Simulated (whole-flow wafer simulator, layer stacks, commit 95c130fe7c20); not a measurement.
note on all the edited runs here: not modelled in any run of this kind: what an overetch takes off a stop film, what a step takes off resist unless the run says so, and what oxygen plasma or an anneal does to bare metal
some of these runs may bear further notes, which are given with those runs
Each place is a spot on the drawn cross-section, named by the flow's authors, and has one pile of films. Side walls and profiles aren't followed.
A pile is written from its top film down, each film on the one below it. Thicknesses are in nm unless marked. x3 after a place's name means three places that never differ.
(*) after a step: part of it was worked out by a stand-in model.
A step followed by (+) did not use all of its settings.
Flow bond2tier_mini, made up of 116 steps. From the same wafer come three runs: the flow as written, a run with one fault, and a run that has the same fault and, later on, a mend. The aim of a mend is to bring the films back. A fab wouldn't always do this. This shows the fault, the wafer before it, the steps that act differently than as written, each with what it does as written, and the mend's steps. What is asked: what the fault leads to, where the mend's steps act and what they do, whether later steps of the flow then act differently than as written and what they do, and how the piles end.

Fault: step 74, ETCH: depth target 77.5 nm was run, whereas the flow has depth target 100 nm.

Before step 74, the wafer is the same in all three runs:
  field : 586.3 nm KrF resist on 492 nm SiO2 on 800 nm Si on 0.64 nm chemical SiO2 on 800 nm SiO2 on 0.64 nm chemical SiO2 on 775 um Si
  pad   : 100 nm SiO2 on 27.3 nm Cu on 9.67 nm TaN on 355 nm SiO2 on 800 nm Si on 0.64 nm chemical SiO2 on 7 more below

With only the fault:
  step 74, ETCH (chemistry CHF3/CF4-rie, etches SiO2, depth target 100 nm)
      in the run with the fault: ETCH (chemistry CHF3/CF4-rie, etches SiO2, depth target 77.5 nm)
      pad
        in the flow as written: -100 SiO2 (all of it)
        in the run with the fault: -77.5 SiO2
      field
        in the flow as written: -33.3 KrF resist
        in the run with the fault: -25.8 KrF resist
  Steps later in the flow that act otherwise than as written (2 other steps are not shown; they differ only slightly, by no more than 2% or 0.5 nm, whichever is larger):
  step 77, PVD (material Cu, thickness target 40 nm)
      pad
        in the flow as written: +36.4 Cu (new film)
        in the run with the fault: +37.2 Cu (new film)
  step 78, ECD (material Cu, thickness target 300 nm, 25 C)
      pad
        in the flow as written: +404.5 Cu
        in the run with the fault: +381 Cu
  At pad, the piles at the end differ from the flow's by more than 2% or 0.5 nm, whichever is larger.
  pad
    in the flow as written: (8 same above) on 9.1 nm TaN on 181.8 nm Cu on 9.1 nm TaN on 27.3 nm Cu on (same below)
    in the run with the fault: (8 same above) on 9.1 nm TaN on 159.1 nm Cu on 9.3 nm TaN on 22.5 nm SiO2 on 27.3 nm Cu on (same below)

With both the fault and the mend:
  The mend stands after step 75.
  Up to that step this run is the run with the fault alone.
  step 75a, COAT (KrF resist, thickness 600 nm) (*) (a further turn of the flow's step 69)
      field
        +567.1 KrF resist (new film)
      pad
        +634.3 KrF resist (new film)
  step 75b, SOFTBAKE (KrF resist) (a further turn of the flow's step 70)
      does not change any film at any place that is followed
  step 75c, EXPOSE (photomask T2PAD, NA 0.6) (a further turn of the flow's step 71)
      does not change any film at any place that is followed
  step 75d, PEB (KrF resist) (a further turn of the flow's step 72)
      does not change any film at any place that is followed
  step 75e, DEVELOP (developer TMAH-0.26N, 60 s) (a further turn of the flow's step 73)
      field
        -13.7 KrF resist
      pad
        -634.3 KrF resist (all of it)
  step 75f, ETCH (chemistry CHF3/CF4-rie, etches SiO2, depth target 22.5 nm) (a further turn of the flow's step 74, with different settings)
      field
        -7.5 KrF resist
      pad
        -22.5 SiO2 (all of it)
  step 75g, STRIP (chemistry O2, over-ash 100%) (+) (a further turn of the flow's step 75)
      field
        -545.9 KrF resist (all of it)
  Later steps of the flow that are run all act as written at every place that is followed.
  By the end, the piles equal the flow's at every place that both follow.
